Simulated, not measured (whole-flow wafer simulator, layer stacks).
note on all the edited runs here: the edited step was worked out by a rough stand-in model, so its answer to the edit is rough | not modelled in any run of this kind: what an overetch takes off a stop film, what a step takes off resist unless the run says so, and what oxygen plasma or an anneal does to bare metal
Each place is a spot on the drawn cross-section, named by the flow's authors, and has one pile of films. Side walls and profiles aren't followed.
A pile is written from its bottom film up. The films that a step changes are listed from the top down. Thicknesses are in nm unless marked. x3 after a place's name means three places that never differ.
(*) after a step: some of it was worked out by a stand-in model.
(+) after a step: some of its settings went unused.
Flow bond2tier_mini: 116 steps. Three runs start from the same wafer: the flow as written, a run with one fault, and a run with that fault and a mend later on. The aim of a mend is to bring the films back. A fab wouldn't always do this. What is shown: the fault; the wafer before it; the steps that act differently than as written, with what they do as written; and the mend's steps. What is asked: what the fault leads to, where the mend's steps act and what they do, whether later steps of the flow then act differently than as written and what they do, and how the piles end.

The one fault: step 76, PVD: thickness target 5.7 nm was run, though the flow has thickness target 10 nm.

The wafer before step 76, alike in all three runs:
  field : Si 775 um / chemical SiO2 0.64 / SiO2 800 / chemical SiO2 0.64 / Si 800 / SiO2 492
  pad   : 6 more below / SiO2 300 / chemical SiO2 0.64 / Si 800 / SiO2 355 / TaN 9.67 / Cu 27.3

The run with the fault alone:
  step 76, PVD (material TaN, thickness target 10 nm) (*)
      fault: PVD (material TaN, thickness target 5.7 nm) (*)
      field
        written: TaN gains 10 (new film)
        fault: TaN gains 5.7 (new film)
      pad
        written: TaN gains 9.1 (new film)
        fault: TaN gains 5.19 (new film)
  Later steps of the flow acting differently than as written (1 more step, not shown, differs only slightly: by at most 2% or 0.5 nm, whichever is larger):
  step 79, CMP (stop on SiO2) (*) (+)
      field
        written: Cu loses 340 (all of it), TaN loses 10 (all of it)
        fault: Cu loses 340 (all of it), TaN loses 5.7 (all of it)
  By the end, the piles at pad depart from the flow's by more than 2% or 0.5 nm, whichever is larger.
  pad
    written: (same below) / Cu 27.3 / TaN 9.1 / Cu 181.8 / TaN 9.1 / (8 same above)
    fault: (same below) / Cu 27.3 / TaN 5.19 / Cu 185.7 / TaN 9.1 / (8 same above)

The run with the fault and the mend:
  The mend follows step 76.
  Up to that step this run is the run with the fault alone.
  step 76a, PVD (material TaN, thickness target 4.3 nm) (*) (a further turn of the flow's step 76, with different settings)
      field
        TaN gains 4.3
      pad
        TaN gains 3.91
  Later steps of the flow that are run all act as written at every place that is followed.
  By the end, the piles equal the flow's at every place that both follow.
